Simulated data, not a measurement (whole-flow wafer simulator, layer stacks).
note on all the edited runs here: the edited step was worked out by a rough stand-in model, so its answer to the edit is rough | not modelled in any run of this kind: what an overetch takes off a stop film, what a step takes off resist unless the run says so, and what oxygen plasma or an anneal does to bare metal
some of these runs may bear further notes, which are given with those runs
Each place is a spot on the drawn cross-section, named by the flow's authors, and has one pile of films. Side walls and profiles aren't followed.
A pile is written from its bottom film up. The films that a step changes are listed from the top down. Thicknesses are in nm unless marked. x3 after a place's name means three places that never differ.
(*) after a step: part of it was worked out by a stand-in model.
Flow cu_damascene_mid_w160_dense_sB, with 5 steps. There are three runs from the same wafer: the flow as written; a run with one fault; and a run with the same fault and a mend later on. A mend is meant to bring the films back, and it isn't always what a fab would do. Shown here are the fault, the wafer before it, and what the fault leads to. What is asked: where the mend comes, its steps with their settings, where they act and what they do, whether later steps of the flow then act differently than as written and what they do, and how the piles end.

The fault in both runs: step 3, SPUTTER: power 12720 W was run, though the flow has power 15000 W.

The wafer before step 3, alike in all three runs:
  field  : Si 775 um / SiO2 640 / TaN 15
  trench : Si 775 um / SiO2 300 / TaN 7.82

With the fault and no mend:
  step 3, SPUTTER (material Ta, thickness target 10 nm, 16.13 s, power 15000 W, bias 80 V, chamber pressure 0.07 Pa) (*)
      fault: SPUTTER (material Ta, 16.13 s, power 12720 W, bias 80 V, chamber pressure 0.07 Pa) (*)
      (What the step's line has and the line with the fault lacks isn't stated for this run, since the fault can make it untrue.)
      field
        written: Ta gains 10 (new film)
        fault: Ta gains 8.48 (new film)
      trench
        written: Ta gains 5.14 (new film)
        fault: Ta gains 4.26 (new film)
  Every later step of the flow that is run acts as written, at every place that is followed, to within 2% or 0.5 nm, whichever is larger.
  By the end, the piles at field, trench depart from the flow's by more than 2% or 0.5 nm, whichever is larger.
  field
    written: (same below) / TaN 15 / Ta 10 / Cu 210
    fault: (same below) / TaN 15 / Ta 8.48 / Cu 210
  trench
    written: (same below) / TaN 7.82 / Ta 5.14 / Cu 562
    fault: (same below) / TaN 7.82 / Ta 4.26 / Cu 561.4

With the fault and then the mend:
  The mend follows step 3.
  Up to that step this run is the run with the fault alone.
  step 3a, SPUTTER (material Ta, thickness target 1.558 nm, 2.512 s, power 15000 W, bias 80 V, chamber pressure 0.07 Pa) (*) (a further turn of the flow's step 3, with different settings)
      field
        Ta gains 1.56
      trench
        Ta gains 0.78
  Every later step of the flow that is run acts as written, at every place that is followed, to within 2% or 0.5 nm, whichever is larger.
  When the end is reached, the piles differ only a little from the flow's at the places that both follow, at most by 2% or 0.5 nm, whichever is larger.
